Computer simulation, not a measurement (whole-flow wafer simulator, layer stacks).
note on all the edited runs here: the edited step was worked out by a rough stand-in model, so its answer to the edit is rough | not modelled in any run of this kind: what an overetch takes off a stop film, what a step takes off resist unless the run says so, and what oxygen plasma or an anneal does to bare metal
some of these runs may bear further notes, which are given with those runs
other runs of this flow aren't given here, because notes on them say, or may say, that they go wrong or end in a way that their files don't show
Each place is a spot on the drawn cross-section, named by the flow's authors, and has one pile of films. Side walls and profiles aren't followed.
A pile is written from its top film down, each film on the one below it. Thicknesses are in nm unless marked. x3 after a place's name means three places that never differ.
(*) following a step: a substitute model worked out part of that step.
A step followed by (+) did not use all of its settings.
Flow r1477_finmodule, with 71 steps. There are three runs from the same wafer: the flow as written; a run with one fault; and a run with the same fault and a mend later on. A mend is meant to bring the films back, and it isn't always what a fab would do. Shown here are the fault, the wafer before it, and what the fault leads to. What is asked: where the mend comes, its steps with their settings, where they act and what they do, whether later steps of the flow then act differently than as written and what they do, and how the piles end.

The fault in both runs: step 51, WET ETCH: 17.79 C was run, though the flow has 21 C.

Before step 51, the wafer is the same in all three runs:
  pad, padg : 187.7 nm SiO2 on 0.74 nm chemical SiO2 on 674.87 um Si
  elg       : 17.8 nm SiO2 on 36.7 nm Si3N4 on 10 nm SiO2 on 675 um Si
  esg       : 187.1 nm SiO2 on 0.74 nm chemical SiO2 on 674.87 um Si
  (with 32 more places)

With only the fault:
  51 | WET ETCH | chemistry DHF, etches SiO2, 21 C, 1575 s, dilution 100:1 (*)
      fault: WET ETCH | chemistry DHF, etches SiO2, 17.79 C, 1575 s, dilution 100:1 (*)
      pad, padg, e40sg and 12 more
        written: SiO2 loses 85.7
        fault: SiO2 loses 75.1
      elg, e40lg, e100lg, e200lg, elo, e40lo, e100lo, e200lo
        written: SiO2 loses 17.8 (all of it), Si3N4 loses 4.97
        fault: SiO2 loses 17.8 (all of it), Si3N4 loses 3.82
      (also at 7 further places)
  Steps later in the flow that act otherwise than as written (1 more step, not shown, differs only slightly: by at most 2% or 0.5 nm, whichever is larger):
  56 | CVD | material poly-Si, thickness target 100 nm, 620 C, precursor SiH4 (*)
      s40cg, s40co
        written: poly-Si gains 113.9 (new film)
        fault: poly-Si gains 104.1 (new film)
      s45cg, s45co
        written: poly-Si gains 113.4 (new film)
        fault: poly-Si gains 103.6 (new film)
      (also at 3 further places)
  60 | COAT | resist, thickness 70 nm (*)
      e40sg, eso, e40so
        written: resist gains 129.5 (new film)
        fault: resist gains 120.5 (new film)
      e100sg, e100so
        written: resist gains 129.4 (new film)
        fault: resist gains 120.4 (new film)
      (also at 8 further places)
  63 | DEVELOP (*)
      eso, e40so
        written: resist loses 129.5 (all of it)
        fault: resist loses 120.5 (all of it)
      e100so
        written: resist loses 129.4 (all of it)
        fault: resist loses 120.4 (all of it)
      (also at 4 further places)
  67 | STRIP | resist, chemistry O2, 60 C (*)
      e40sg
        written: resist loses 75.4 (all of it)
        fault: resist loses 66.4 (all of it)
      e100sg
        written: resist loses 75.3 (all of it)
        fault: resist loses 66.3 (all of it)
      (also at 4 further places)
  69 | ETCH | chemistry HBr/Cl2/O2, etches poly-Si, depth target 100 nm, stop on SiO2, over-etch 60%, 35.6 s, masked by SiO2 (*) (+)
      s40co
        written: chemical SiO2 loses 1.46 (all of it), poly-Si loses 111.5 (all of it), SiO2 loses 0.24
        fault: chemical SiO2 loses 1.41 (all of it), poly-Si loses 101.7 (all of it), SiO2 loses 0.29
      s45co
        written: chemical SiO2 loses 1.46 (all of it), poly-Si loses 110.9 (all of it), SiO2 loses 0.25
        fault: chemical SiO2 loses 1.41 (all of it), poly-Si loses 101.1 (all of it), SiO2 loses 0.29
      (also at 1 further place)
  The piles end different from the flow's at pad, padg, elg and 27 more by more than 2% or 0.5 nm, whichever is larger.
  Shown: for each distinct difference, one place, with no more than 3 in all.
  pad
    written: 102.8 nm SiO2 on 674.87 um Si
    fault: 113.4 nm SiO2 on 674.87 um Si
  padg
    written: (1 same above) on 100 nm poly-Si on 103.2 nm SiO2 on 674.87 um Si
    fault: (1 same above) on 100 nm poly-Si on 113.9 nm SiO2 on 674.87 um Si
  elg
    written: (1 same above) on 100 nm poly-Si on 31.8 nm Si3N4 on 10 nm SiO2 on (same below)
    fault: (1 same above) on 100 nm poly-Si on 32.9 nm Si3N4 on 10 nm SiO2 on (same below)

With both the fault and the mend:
  After step 51 comes the mend.
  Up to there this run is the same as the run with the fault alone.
  51a | WET ETCH | chemistry DHF, etches SiO2, 21 C, 192 s, dilution 100:1 (*) (the flow's step 51, run once more with other settings)
      pad, padg, e40sg and 12 more
        SiO2 loses 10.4
      elg, e40lg, e100lg, e200lg, elo, e40lo, e100lo, e200lo
        Si3N4 loses 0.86
      esg, s40cg, s45cg, s50cg, s40co, s45co, s50co
        SiO2 loses 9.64
  None of the later steps of the flow differs from how it acts as written, at any place that is followed, by more than 2% or 0.5 nm, whichever is larger.
  At the end the piles are close to the flow's at the places that both follow, differing by at most 2% or 0.5 nm, whichever is larger.
